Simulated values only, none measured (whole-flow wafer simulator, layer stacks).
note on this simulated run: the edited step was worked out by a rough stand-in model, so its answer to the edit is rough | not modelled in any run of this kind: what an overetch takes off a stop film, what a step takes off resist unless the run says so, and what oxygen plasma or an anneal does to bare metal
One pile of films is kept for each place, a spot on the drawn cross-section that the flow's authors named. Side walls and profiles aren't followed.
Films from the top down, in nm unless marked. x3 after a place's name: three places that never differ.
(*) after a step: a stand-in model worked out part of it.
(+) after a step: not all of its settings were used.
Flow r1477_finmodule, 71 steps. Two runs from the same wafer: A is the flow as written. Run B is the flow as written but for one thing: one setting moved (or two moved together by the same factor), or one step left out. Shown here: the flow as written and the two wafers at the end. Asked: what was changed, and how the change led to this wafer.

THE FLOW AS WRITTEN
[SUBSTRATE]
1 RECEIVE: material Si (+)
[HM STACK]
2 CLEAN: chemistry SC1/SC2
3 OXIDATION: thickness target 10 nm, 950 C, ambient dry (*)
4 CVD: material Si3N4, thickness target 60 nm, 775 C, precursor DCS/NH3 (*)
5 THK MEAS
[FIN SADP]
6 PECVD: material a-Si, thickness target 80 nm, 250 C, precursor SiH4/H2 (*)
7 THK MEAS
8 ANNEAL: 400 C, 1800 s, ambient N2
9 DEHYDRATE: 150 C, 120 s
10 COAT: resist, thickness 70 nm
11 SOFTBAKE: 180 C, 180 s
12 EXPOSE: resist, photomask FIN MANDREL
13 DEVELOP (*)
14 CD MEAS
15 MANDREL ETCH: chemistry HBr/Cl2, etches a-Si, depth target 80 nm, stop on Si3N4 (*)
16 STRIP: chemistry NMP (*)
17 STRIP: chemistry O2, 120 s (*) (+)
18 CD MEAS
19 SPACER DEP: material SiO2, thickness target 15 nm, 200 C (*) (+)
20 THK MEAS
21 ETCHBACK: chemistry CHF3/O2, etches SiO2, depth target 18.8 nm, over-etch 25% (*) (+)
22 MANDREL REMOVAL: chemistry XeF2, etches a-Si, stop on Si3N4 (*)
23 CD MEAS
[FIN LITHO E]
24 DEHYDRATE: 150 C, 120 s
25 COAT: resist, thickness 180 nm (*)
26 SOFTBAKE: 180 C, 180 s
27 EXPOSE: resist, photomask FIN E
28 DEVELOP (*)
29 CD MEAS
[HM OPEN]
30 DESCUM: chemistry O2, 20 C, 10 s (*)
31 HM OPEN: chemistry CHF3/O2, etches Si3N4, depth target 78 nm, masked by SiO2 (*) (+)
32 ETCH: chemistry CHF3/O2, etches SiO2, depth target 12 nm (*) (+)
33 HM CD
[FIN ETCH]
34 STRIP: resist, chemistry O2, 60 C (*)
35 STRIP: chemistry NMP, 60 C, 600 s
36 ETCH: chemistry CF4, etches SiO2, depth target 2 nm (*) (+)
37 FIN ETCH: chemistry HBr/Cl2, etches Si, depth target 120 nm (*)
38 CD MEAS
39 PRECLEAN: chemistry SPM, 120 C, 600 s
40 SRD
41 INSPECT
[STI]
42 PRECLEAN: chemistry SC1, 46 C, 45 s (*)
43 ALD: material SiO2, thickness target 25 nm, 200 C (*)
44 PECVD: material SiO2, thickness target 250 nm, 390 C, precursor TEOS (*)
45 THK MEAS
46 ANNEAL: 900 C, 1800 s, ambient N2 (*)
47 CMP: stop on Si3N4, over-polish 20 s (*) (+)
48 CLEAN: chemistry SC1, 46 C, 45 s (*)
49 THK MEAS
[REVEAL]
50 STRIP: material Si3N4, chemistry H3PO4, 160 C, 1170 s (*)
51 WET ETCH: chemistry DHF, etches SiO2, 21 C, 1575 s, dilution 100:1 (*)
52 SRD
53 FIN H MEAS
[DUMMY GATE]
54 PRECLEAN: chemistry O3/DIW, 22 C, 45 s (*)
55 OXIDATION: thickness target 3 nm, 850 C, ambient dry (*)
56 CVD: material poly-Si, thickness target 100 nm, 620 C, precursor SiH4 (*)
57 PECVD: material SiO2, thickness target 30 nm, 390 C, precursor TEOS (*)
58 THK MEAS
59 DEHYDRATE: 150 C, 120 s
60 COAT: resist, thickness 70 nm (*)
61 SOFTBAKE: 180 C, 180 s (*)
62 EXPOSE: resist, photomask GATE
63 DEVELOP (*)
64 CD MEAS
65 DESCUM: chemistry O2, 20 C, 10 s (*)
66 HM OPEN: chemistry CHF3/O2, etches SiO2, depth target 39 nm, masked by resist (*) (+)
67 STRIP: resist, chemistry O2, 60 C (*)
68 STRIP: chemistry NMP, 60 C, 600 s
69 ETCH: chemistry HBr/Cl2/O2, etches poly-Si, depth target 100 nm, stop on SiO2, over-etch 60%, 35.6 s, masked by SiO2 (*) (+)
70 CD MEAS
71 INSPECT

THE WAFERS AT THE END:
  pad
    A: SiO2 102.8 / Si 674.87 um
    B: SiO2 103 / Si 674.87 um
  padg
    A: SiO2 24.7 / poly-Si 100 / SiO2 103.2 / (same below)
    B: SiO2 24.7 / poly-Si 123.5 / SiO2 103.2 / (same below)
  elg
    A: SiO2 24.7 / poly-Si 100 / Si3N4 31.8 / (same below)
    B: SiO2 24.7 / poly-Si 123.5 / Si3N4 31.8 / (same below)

The cause: step 56, CVD: thickness target 123.5 nm was run, where the flow has thickness target 100 nm.
It can be read off the wafer: padg has poly-Si 123.5, and step 56 as written asks for 100 nm.

How the change led to this, step by step:
  56 CVD: material poly-Si, thickness target 100 nm, 620 C, precursor SiH4 (*)
      pad, padg, elg and 26 more: A poly-Si +100 (new film) | B poly-Si +123.5 (new film)
      s40cg, s40co: A poly-Si +113.9 (new film) | B poly-Si +137.8 (new film)
      (and at 5 more places)
  69 ETCH: chemistry HBr/Cl2/O2, etches poly-Si, depth target 100 nm, stop on SiO2, over-etch 60%, 35.6 s, masked by SiO2 (*) (+)
      elo, e40lo, e100lo, e200lo: A chemical SiO2 -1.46 (all of it), poly-Si -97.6 (all of it), Si3N4 -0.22 | B chemical SiO2 -1.46 (all of it), poly-Si -121.1 (all of it)
      pad, eso, e40so and 8 more: A chemical SiO2 -1.46 (all of it), poly-Si -97.6 (all of it), SiO2 -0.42 | B chemical SiO2 -1.46 (all of it), poly-Si -121.1 (all of it), SiO2 -0.19
      (and at 3 more places)
